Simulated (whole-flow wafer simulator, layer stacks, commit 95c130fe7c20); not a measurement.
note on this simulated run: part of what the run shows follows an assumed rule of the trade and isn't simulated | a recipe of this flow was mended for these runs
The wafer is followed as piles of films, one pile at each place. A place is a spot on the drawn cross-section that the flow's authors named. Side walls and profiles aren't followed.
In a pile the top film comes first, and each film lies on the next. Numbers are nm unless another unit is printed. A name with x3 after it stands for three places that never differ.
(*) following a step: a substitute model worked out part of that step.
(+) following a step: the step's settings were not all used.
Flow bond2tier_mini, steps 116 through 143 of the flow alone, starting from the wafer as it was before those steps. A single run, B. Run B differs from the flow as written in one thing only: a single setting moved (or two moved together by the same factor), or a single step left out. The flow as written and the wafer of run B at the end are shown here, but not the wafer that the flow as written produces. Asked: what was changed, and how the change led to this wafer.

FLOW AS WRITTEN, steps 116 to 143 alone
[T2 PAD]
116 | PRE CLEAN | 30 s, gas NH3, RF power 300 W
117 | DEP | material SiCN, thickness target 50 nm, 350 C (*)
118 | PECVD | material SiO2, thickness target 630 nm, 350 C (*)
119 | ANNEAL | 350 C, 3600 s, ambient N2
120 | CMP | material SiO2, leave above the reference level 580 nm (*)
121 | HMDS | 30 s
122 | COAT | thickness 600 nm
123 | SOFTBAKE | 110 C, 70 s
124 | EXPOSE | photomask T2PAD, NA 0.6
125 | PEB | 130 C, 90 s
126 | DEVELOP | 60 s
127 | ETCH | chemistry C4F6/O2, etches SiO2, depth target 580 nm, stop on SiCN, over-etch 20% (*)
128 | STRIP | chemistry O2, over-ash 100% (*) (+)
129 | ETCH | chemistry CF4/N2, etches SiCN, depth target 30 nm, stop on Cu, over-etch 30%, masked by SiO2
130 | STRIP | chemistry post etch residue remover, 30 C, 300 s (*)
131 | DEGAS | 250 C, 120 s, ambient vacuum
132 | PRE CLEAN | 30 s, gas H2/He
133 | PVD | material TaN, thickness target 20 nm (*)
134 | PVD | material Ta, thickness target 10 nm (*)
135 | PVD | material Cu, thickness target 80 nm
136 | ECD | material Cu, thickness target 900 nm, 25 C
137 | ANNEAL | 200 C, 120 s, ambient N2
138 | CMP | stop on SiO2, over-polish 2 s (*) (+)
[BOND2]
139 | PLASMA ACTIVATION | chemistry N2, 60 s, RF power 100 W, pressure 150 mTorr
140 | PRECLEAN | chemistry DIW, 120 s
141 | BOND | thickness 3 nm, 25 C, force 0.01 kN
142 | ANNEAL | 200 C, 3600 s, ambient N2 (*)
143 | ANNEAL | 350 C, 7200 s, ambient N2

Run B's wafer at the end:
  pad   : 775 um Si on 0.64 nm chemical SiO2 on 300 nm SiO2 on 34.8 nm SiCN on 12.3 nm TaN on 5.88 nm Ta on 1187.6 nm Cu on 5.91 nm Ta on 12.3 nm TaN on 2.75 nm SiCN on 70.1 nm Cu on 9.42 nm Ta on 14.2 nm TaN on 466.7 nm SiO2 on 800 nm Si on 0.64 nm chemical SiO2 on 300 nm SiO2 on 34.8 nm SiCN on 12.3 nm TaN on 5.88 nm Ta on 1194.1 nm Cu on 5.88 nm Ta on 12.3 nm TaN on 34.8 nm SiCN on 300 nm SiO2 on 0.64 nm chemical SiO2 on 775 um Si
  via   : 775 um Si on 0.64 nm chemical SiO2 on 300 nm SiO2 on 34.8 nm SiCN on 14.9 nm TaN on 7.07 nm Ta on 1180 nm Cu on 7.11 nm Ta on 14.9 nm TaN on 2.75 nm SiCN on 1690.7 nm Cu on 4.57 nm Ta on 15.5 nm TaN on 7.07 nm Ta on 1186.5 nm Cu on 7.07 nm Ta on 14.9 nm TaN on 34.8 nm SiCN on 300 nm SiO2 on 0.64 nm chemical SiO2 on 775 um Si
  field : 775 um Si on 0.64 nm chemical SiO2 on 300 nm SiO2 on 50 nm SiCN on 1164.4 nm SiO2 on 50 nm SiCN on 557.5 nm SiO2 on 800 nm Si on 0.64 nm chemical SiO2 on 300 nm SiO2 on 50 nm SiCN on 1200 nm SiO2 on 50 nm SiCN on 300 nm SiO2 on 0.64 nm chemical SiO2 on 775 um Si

The reason: step 129, ETCH: depth target 21.3 nm was run, though the flow has depth target 30 nm.

The path from the change to this, step by step:
  129 | ETCH | chemistry CF4/N2, etches SiCN, depth target 30 nm, stop on Cu, over-etch 30%, masked by SiO2
      pad, via: -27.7 SiCN (in the flow as written it would be: -30.4 SiCN (all of it), -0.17 Cu)
      field: -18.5 SiO2 (in the flow as written it would be: -26 SiO2)
  130 | STRIP | chemistry post etch residue remover, 30 C, 300 s (*)
      pad, via: nothing (in the flow as written it would be: -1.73 Cu)
If metal films that touch count as one body, pad has 3 bodies (between them, from the top down: SiCN 2.75; SiO2 466.7 / Si 800 / chemical SiO2 0.64 / SiO2 300 / SiCN 34.8); the flow as written gives 2 bodies (between them, from the top down: SiO2 466.7 / Si 800 / chemical SiO2 0.64 / SiO2 300 / SiCN 34.8).
If metal films that touch count as one body, via has 2 bodies (between them, from the top down: SiCN 2.75); the flow as written gives 1 body.
